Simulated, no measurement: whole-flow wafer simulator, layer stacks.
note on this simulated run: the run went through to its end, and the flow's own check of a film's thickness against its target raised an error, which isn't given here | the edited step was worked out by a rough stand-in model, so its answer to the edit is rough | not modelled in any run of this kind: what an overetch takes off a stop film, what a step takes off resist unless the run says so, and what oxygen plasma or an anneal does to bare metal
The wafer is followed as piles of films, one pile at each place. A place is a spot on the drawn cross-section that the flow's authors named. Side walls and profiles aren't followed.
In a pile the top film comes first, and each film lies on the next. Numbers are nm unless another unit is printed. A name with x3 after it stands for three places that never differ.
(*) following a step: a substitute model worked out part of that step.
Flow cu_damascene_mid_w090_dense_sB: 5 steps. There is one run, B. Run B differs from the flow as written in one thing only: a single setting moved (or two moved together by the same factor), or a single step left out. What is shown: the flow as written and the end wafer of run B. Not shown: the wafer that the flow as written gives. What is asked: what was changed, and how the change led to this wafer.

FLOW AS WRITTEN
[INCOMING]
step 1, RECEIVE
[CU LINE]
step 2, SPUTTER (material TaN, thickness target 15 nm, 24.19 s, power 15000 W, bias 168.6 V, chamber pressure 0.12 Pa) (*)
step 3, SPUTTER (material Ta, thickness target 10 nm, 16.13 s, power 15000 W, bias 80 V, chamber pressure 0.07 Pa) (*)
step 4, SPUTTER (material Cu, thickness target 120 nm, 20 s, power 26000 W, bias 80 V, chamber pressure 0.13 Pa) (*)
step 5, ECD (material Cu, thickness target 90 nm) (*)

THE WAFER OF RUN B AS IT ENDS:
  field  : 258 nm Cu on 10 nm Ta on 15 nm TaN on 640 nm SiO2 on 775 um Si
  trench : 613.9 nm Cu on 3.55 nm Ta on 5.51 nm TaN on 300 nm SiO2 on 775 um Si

The reason: step 4, SPUTTER: thickness target 168 nm was run, though the flow has thickness target 120 nm; step 4, SPUTTER: 28 s was run, where the flow has 20 s.

How this came from the change, step by step:
  step 4, SPUTTER (material Cu, thickness target 120 nm, 20 s, power 26000 W, bias 80 V, chamber pressure 0.13 Pa) (*)
      field: +168 Cu (new film) (as written it would have been: +120 Cu (new film))
      trench: +62.1 Cu (new film) (as written it would have been: +44.3 Cu (new film))
  step 5, ECD (material Cu, thickness target 90 nm) (*)
      trench: +551.9 Cu (as written it would have been: +521.6 Cu)
